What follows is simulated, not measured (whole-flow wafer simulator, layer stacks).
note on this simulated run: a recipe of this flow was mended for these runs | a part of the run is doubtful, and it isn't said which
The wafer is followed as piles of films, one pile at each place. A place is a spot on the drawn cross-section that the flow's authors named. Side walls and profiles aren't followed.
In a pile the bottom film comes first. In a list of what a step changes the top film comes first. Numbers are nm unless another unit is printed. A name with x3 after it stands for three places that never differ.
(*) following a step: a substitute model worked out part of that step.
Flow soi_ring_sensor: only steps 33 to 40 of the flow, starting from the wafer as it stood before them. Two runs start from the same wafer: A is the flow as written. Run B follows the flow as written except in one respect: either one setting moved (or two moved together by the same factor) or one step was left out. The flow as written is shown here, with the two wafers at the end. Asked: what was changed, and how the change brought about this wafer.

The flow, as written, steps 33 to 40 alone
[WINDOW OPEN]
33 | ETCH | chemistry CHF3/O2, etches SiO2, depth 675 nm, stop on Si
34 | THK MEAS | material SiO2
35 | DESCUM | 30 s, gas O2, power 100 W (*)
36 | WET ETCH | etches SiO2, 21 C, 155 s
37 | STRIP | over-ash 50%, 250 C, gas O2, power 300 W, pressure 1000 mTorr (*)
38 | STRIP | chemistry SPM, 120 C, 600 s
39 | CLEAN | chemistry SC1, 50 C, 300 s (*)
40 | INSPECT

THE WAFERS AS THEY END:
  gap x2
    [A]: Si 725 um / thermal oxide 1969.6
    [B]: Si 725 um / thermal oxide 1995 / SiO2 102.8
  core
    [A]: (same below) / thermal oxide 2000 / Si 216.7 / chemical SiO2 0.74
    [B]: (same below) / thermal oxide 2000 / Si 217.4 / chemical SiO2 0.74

What caused this: step 36, WET ETCH: 95 s was run, whereas the flow has 155 s.

How this came from the change, step by step:
  36 | WET ETCH | etches SiO2, 21 C, 155 s
      gap x2: A -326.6 SiO2 (all of it), -25 thermal oxide | B -223.2 SiO2
      core: A -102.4 SiO2 (all of it), -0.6 chemical SiO2 (all of it), -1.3 Si | B -102.4 SiO2 (all of it), -0.6 chemical SiO2 (all of it), -0.6 Si
  39 | CLEAN | chemistry SC1, 50 C, 300 s (*)
      gap x2: A -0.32 thermal oxide | B -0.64 SiO2
